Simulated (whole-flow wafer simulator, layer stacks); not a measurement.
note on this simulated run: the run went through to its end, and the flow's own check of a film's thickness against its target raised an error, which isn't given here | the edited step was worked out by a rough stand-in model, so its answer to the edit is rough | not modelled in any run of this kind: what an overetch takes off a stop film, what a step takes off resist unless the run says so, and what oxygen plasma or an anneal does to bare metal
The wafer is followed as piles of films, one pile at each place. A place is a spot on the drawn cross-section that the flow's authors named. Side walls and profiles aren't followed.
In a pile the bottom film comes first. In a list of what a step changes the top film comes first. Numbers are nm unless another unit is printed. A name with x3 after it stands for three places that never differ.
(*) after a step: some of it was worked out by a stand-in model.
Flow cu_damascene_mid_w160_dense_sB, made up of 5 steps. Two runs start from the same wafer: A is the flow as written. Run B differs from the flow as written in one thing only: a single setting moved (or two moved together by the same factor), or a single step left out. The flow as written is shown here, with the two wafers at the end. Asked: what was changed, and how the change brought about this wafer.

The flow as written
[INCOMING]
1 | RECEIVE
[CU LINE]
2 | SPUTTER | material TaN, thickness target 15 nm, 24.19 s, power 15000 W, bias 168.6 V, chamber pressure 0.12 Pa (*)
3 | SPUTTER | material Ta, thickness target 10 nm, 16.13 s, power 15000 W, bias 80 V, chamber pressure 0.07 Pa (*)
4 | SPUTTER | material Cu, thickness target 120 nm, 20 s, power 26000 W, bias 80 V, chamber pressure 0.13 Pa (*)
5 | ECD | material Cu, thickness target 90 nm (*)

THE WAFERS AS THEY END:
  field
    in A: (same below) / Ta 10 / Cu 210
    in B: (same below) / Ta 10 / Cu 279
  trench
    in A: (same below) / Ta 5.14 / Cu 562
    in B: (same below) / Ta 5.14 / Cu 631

Cause: step 4, SPUTTER: thickness target 189 nm was run, though the flow has thickness target 120 nm; step 4, SPUTTER: 31.5 s was run, where the flow has 20 s.

Step by step, how the change led to this:
  4 | SPUTTER | material Cu, thickness target 120 nm, 20 s, power 26000 W, bias 80 V, chamber pressure 0.13 Pa (*)
      field: A Cu gains 120 (new film) | B Cu gains 189 (new film)
      trench: A Cu gains 62 (new film) | B Cu gains 97.7 (new film)
  5 | ECD | material Cu, thickness target 90 nm (*)
      trench: A Cu gains 500 | B Cu gains 533.4
